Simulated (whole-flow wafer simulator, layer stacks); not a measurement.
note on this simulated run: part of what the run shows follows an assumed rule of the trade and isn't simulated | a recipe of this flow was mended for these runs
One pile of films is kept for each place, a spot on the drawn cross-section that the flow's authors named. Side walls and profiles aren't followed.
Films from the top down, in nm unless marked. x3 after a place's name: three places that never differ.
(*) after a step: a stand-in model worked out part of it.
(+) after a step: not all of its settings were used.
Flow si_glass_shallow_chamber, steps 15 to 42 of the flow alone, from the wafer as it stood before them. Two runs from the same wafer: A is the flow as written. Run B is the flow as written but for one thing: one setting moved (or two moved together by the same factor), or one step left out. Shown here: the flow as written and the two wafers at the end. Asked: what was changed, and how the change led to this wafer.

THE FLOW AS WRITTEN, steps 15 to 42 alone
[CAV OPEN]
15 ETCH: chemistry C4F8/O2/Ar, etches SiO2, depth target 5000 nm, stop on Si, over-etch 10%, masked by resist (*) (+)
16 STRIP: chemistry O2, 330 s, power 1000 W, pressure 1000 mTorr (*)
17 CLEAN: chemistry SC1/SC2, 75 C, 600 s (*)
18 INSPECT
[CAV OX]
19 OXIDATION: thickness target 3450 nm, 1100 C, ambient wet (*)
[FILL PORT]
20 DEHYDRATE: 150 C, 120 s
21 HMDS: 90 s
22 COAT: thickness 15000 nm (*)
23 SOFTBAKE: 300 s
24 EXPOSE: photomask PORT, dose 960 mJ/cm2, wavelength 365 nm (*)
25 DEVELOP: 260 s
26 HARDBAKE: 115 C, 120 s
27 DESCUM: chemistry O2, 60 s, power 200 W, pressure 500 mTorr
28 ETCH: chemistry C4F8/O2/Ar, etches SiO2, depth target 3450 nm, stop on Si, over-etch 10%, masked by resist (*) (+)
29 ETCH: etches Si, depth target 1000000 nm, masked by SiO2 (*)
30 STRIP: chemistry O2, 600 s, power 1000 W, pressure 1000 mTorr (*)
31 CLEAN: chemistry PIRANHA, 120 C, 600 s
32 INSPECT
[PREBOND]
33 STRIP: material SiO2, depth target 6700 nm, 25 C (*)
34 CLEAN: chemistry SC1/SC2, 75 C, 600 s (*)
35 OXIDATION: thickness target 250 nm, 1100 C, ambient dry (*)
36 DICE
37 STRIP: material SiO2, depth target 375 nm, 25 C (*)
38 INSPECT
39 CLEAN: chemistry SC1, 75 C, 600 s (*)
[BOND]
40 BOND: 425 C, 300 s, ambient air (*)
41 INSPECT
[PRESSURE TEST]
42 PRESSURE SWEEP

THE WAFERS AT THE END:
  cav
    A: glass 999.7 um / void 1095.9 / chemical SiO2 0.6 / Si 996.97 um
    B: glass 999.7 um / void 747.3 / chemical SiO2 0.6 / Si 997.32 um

The cause: step 15, ETCH: depth target 3875 nm was run, where the flow has depth target 5000 nm.

How the change led to this, step by step:
  15 ETCH: chemistry C4F8/O2/Ar, etches SiO2, depth target 5000 nm, stop on Si, over-etch 10%, masked by resist (*) (+)
      cav, port: A SiO2 -5000 (all of it), Si -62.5 | B SiO2 -4262.5
      rim, ramp, septum, ring: A thick-i-line-resist -1100 | B thick-i-line-resist -852.5
  16 STRIP: chemistry O2, 330 s, power 1000 W, pressure 1000 mTorr (*)
      cav, port: A chemical SiO2 +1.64 (new film), Si -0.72 | B nothing
      rim, ramp, septum, ring: A thick-i-line-resist -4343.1 (all of it) | B thick-i-line-resist -4590.6 (all of it)
  17 CLEAN: chemistry SC1/SC2, 75 C, 600 s (*)
      cav, port: A chemical SiO2 -1.04, Si -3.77 | B SiO2 -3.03
  19 OXIDATION: thickness target 3450 nm, 1100 C, ambient wet (*)
      cav, port: A SiO2 +3450 (new film), chemical SiO2 -0.6 (all of it), Si -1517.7 | B SiO2 +2809.4, Si -1236.1
  22 COAT: thickness 15000 nm (*)
      rim: A thick-i-line-resist +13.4 um (new film) | B thick-i-line-resist +13.58 um (new film)
      ramp: A thick-i-line-resist +12.89 um (new film) | B thick-i-line-resist +13.13 um (new film)
      (and at 4 more places)
  23 SOFTBAKE: 300 s
      rim: A thick-i-line-resist -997 | B thick-i-line-resist -873
      ramp: A thick-i-line-resist -487.1 | B thick-i-line-resist -422.2
      (and at 4 more places)
  25 DEVELOP: 260 s
      port: A thick-i-line-resist -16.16 um (all of it) | B thick-i-line-resist -16.02 um (all of it)
  26 HARDBAKE: 115 C, 120 s
      rim, ramp: A thick-i-line-resist -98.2 | B thick-i-line-resist -101.9
  28 ETCH: chemistry C4F8/O2/Ar, etches SiO2, depth target 3450 nm, stop on Si, over-etch 10%, masked by resist (*) (+)
      port: A SiO2 -3450 (all of it), Si -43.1 | B SiO2 -3543.8 (all of it), Si -31.4
  29 ETCH: etches Si, depth target 1000000 nm, masked by SiO2 (*)
      rim, ramp: A thick-i-line-resist -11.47 um (all of it), SiO2 -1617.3 | B thick-i-line-resist -11.78 um (all of it), SiO2 -1456
      port: A hole +997.05 um (new film), Si -997.05 um (all of it) | B hole +997.41 um (new film), Si -997.41 um (all of it)
      (and at 2 more places)
  30 STRIP: chemistry O2, 600 s, power 1000 W, pressure 1000 mTorr (*)
      cav: A thick-i-line-resist -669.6 (all of it) | B thick-i-line-resist -535.2 (all of it)
  33 STRIP: material SiO2, depth target 6700 nm, 25 C (*)
      rim, ramp: A SiO2 -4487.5 (all of it) | B SiO2 -4648.8 (all of it)
      cav: A SiO2 -3450 (all of it) | B SiO2 -3543.8 (all of it)
  40 BOND: 425 C, 300 s, ambient air (*)
      cav: A glass +999.7 um (new film), void +1095.9 (new film) | B glass +999.7 um (new film), void +747.3 (new film)
      port: A glass +999.7 um (new film), hole +1017.3 | B glass +999.7 um (new film), hole +656.9
